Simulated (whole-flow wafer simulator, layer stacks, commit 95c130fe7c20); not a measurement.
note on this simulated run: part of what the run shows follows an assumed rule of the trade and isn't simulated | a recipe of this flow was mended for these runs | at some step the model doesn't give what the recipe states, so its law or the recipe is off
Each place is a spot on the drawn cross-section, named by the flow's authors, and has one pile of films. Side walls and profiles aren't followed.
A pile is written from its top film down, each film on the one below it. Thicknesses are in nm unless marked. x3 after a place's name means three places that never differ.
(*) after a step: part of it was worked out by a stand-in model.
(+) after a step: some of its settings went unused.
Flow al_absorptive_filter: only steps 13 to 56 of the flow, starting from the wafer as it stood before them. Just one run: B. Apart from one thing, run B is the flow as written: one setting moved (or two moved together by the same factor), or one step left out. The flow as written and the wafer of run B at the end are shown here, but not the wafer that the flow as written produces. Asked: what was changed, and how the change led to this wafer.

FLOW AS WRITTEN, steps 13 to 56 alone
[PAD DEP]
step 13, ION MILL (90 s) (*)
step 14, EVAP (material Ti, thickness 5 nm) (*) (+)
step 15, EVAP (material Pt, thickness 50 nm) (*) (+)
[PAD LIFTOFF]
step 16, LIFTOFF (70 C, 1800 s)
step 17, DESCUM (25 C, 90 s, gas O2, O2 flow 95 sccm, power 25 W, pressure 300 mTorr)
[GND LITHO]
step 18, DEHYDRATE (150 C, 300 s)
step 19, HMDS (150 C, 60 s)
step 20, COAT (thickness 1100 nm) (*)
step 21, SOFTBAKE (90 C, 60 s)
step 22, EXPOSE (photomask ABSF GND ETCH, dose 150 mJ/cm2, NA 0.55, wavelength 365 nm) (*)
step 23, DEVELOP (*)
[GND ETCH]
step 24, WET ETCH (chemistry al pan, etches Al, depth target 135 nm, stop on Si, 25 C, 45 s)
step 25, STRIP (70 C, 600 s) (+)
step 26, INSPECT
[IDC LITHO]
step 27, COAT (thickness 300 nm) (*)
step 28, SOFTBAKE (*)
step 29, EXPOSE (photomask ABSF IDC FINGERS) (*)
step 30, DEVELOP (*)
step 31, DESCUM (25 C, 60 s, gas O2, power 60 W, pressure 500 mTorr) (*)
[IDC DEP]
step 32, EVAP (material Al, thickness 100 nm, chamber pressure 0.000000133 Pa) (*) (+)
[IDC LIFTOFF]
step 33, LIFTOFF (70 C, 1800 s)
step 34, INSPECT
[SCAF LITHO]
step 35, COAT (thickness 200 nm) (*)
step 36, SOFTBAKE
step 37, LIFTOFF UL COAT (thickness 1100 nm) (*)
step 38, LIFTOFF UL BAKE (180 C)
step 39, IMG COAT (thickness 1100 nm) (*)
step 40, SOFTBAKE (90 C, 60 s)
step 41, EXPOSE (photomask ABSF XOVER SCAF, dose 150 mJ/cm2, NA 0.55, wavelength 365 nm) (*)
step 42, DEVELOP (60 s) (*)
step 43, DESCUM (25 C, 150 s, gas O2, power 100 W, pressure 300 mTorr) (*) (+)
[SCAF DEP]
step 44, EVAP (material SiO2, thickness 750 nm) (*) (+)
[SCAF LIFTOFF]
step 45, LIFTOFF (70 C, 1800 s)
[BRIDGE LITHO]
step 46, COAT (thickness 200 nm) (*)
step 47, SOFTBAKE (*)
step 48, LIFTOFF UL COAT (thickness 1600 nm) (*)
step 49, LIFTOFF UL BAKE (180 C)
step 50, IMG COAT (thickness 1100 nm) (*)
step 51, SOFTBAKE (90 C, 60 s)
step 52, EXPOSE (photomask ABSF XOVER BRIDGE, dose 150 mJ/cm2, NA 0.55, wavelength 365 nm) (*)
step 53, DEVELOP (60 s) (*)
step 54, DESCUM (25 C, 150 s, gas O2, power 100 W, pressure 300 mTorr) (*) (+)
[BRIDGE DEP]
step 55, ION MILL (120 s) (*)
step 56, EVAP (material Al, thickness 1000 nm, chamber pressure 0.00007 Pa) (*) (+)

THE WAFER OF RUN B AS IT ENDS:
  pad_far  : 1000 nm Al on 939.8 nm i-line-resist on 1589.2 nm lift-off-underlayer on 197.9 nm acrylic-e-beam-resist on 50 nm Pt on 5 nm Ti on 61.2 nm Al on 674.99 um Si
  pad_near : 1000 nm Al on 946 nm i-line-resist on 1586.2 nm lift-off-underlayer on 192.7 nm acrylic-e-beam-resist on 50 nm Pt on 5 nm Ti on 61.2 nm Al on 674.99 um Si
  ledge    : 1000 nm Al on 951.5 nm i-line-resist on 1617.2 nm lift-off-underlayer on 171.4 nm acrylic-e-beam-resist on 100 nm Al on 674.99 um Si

What caused this: step 13, ION MILL: 76 s was run, while the flow as written has 90 s.

Step by step, how the change led to this:
  step 13, ION MILL (90 s) (*)
      gnd, ledge, res and 9 more: -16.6 i-line-resist (in the flow as written it would be: -19.6 i-line-resist)
      pad_far, pad_near: -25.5 Al (in the flow as written it would be: -30.2 Al)
